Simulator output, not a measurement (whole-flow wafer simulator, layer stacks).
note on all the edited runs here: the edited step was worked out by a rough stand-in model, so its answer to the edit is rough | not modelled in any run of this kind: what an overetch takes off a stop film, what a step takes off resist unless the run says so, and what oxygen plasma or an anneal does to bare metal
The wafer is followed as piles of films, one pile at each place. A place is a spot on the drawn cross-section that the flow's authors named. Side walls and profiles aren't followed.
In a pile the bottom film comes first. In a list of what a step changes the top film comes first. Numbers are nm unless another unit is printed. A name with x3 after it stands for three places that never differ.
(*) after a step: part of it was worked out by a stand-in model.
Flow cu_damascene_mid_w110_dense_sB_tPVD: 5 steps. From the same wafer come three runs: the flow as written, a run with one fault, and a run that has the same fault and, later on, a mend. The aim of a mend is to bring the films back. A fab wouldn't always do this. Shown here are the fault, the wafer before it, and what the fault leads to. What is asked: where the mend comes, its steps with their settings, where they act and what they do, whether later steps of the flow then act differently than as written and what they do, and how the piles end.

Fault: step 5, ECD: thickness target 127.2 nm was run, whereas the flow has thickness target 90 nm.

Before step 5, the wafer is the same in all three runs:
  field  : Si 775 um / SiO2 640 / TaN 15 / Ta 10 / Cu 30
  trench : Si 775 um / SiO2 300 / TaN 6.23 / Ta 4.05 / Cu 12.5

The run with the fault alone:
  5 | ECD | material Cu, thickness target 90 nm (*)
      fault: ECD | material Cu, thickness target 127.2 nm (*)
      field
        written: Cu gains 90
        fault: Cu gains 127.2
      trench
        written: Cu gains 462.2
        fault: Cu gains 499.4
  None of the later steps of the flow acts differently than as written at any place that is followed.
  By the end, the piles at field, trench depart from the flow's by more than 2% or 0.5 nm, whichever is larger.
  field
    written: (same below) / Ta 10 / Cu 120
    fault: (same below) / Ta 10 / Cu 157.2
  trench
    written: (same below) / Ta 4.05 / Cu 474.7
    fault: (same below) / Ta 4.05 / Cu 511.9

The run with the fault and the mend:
  The mend stands after step 5.
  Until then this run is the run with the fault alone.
  5a | ETCH | chemistry cu recess dil, depth target 37.2 nm
      field, trench
        Cu loses 37.2
  None of the later steps of the flow acts differently than as written at any place that is followed.
  At every place that both follow, the piles at the end match the flow's.
